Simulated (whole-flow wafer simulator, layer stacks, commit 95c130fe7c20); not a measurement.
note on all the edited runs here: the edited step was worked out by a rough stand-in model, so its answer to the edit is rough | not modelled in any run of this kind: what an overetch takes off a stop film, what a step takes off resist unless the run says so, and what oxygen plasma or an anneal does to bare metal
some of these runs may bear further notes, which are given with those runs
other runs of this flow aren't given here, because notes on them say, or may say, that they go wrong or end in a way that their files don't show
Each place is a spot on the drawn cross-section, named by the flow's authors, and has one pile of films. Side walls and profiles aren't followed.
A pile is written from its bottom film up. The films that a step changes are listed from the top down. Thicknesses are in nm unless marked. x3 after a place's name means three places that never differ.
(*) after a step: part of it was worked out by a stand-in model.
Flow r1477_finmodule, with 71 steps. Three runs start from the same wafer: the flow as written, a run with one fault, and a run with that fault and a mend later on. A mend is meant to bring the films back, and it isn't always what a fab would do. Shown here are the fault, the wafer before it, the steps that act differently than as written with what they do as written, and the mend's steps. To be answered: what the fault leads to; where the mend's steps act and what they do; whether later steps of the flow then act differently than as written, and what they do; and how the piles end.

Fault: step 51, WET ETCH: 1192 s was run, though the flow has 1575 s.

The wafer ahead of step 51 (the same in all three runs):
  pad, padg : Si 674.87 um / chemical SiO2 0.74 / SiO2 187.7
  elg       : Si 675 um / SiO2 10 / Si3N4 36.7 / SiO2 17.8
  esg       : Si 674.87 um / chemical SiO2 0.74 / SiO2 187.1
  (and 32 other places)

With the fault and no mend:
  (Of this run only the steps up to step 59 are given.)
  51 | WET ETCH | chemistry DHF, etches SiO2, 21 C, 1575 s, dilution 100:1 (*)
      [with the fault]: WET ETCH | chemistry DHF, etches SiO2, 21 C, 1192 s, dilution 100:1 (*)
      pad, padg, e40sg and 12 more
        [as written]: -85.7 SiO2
        [with the fault]: -64.9 SiO2
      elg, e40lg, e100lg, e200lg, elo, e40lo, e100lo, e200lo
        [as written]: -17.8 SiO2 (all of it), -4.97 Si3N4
        [with the fault]: -17.8 SiO2 (all of it), -3.41 Si3N4
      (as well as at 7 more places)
  Steps further on in the flow that do not act as written (not shown: 1 more step that differs only slightly, by at most 2% or 0.5 nm, whichever is larger):
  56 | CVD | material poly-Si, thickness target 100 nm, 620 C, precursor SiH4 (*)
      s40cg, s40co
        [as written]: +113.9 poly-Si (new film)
        [with the fault]: +100 poly-Si (new film)
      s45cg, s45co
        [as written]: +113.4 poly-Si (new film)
        [with the fault]: +100 poly-Si (new film)
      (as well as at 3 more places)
  The piles after step 59 differ from the flow's at pad, padg, elg and 27 more by more than 2% or 0.5 nm, whichever is larger.
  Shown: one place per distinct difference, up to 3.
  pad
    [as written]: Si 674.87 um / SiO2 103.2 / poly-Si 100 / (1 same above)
    [with the fault]: Si 674.87 um / SiO2 124 / poly-Si 100 / (1 same above)
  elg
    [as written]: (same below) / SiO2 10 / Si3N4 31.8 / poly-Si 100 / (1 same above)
    [with the fault]: (same below) / SiO2 10 / Si3N4 33.3 / poly-Si 100 / (1 same above)
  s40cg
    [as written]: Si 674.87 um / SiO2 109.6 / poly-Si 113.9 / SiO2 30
    [with the fault]: Si 674.87 um / SiO2 128.8 / poly-Si 100 / SiO2 30

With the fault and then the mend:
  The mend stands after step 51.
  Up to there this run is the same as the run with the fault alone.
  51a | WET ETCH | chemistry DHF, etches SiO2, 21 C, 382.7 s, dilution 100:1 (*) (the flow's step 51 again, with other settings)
      pad, padg, e40sg and 12 more
        -20.8 SiO2
      elg, e40lg, e100lg, e200lg, elo, e40lo, e100lo, e200lo
        -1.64 Si3N4
      esg, s40cg, s45cg, s50cg, s40co, s45co, s50co
        -19.2 SiO2
  None of the later steps of the flow differs from how it acts as written, at any place that is followed, by more than 2% or 0.5 nm, whichever is larger.
  When the end is reached, the piles differ only a little from the flow's at the places that both follow, at most by 2% or 0.5 nm, whichever is larger.
